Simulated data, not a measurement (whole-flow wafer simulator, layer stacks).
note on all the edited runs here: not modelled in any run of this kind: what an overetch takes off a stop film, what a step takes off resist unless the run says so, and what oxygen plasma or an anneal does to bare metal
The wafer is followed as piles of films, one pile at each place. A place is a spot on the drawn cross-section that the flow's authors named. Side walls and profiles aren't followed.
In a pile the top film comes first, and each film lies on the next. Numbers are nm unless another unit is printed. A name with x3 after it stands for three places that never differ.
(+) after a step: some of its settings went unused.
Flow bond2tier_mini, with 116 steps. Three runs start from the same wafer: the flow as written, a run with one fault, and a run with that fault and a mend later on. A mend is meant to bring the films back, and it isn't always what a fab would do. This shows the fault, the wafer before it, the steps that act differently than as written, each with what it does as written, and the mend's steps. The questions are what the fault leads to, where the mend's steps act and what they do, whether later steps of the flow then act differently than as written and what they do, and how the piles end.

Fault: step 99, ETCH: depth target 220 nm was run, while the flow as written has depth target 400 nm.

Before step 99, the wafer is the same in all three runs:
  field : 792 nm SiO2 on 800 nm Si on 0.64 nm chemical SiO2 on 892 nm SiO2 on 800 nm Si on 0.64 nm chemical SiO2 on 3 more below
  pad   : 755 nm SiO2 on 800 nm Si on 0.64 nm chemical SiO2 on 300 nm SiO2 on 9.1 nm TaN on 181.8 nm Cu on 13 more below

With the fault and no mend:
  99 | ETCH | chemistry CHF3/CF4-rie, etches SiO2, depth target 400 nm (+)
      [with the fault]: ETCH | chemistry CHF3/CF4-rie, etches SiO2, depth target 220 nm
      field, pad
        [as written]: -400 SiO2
        [with the fault]: -220 SiO2
  None of the later steps of the flow acts differently than as written at any place that is followed.
  By the end, the piles at field, pad depart from the flow's by more than 2% or 0.5 nm, whichever is larger.
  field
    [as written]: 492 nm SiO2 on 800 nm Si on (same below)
    [with the fault]: 672 nm SiO2 on 800 nm Si on (same below)
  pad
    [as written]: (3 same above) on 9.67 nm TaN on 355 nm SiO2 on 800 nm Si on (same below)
    [with the fault]: (3 same above) on 9.67 nm TaN on 535 nm SiO2 on 800 nm Si on (same below)

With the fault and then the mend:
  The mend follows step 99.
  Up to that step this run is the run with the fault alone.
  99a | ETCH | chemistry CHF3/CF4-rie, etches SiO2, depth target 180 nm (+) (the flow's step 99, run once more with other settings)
      field, pad
        -180 SiO2
  None of the later steps of the flow acts differently than as written at any place that is followed.
  By the end, the piles equal the flow's at every place that both follow.
